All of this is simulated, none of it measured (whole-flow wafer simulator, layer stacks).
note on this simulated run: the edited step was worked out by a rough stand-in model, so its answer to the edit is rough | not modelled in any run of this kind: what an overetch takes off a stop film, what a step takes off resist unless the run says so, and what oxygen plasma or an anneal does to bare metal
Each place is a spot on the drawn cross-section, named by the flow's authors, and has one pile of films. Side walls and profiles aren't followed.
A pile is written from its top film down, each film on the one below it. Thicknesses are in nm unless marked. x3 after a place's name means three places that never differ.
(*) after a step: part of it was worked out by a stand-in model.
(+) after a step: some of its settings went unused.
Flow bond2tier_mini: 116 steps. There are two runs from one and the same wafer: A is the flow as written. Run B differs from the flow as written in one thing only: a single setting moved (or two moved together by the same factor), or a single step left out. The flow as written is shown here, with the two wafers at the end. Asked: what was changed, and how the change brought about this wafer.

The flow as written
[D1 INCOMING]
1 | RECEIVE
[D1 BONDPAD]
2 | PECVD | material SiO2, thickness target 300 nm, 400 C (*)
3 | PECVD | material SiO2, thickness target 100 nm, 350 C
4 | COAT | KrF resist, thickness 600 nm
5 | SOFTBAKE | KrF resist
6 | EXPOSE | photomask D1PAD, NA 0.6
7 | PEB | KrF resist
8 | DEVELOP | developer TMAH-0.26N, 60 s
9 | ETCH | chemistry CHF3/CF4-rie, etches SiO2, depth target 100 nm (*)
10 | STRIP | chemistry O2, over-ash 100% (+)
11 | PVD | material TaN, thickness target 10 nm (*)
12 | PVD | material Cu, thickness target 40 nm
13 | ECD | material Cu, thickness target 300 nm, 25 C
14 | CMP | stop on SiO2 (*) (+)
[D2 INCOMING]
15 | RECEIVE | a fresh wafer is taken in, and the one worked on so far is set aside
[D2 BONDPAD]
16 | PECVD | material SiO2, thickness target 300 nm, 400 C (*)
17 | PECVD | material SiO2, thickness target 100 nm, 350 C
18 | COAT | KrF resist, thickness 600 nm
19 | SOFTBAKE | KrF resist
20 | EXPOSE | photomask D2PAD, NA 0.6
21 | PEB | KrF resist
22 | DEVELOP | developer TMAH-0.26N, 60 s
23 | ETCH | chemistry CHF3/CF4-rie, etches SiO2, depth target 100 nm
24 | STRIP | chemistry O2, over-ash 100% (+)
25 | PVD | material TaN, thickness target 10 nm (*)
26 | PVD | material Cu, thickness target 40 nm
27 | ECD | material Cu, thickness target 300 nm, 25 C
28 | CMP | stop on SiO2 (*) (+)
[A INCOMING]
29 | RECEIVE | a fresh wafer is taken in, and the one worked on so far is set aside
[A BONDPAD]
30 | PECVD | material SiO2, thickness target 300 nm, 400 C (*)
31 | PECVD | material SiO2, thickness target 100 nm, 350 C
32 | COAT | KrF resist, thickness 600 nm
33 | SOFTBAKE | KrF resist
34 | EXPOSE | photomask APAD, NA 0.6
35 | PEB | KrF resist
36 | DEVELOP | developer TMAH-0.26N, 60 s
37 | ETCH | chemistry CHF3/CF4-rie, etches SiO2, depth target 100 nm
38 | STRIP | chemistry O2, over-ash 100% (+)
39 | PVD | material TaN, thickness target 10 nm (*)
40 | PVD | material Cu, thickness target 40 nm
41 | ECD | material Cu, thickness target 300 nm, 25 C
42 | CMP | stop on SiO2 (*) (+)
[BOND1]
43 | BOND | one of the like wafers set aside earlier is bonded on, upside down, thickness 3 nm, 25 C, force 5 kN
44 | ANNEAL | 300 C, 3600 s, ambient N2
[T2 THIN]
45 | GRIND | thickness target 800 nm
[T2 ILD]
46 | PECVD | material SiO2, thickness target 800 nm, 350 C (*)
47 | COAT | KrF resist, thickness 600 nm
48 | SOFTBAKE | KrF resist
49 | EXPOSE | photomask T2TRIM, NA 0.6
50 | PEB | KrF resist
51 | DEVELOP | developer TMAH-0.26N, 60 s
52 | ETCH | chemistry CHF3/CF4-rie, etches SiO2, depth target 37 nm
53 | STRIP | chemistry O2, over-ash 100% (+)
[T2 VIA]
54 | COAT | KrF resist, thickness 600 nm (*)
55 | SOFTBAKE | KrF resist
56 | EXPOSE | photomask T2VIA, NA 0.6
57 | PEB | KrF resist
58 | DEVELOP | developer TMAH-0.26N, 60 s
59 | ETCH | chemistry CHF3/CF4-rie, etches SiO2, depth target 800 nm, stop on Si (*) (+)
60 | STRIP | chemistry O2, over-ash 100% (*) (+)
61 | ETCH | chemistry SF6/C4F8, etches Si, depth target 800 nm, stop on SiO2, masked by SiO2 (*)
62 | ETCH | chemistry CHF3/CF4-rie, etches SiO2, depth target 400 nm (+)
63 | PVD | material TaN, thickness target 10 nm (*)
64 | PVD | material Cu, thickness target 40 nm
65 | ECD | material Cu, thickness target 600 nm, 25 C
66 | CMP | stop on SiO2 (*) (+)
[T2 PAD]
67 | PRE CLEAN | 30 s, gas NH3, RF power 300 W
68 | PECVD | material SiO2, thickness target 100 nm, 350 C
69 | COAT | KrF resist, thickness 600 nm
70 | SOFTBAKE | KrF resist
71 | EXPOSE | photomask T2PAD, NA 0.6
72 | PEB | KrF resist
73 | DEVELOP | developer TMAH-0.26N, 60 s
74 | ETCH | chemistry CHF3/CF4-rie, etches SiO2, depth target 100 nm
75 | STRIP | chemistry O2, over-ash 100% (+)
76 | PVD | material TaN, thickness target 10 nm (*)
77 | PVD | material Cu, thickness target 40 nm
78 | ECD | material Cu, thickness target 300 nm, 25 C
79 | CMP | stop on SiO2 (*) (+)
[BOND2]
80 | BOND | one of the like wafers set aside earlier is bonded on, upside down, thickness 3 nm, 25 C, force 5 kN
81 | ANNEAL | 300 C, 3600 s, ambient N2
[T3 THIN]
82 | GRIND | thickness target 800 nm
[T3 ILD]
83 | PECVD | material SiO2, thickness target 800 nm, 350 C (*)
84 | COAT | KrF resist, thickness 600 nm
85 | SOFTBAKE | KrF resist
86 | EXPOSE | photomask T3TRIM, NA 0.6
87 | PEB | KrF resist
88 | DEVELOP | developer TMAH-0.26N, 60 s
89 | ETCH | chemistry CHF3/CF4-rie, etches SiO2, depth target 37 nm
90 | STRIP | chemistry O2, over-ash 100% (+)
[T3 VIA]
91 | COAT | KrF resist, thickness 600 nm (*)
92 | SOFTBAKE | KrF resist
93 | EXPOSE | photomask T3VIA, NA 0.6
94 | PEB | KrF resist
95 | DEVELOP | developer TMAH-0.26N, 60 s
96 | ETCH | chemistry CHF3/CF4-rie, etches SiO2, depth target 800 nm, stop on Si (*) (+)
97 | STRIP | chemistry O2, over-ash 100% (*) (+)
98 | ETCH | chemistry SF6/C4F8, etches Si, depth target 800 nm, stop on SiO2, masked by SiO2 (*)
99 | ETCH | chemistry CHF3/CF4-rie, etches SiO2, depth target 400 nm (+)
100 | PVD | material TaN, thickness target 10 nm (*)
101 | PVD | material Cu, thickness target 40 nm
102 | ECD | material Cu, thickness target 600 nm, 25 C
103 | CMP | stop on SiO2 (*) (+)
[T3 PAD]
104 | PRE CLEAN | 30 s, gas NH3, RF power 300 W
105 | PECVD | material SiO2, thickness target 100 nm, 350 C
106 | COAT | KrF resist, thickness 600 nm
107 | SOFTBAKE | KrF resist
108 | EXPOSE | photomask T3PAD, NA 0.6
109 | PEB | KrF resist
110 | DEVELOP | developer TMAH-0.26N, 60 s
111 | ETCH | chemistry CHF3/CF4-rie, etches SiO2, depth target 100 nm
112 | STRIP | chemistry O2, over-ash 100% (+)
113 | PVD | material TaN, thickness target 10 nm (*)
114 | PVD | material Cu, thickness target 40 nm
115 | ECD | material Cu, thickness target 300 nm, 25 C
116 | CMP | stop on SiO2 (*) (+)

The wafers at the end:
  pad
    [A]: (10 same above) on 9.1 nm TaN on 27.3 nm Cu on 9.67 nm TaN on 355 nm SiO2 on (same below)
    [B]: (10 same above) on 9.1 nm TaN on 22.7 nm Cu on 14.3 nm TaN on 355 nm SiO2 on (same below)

What caused this: step 63, PVD: thickness target 14.8 nm was run, whereas the flow has thickness target 10 nm.

The path from the change to this, step by step:
  63 | PVD | material TaN, thickness target 10 nm (*)
      field: A TaN gains 10 (new film) | B TaN gains 14.8 (new film)
      pad: A TaN gains 9.67 (new film) | B TaN gains 14.3 (new film)
  66 | CMP | stop on SiO2 (*) (+)
      field: A Cu loses 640 (all of it), TaN loses 10 (all of it) | B Cu loses 640 (all of it), TaN loses 14.8 (all of it)
